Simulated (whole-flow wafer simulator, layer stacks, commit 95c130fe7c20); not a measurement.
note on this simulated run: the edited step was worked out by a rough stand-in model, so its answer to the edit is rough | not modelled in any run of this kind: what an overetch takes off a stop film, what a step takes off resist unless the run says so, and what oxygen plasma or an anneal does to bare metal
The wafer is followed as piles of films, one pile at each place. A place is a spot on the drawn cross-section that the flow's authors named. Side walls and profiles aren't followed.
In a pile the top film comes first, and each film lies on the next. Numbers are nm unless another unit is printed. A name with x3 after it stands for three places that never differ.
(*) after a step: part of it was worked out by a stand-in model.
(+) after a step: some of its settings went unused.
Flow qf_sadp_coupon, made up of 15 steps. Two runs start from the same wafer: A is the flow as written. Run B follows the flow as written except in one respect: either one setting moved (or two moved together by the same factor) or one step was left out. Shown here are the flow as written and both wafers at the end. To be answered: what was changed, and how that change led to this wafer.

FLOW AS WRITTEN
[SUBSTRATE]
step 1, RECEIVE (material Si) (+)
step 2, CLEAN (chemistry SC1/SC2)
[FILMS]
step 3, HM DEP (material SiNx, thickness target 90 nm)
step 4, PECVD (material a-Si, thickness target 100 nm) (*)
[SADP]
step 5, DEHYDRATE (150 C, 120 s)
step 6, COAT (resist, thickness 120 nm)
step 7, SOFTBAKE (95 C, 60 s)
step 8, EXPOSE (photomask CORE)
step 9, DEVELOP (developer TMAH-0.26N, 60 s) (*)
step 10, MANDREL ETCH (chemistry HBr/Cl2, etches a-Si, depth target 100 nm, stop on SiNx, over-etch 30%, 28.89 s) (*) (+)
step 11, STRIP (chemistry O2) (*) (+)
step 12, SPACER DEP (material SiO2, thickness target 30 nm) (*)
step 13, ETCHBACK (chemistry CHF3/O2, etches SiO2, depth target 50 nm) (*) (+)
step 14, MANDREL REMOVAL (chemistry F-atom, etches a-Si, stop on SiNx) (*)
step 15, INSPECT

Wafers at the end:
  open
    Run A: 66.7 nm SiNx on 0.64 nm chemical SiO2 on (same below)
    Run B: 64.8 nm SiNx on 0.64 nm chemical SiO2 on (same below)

What caused this: step 4, PECVD: thickness target 86.7 nm was run, though the flow has thickness target 100 nm.

The path from the change to this, step by step:
  step 4, PECVD (material a-Si, thickness target 100 nm) (*)
      m, open: A +100 a-Si (new film) | B +86.7 a-Si (new film)
  step 10, MANDREL ETCH (chemistry HBr/Cl2, etches a-Si, depth target 100 nm, stop on SiNx, over-etch 30%, 28.89 s) (*) (+)
      open: A -100 a-Si (all of it), -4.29 SiNx | B -86.7 a-Si (all of it), -6.19 SiNx
  step 14, MANDREL REMOVAL (chemistry F-atom, etches a-Si, stop on SiNx) (*)
      m: A -95.8 a-Si (all of it) | B -82.5 a-Si (all of it)
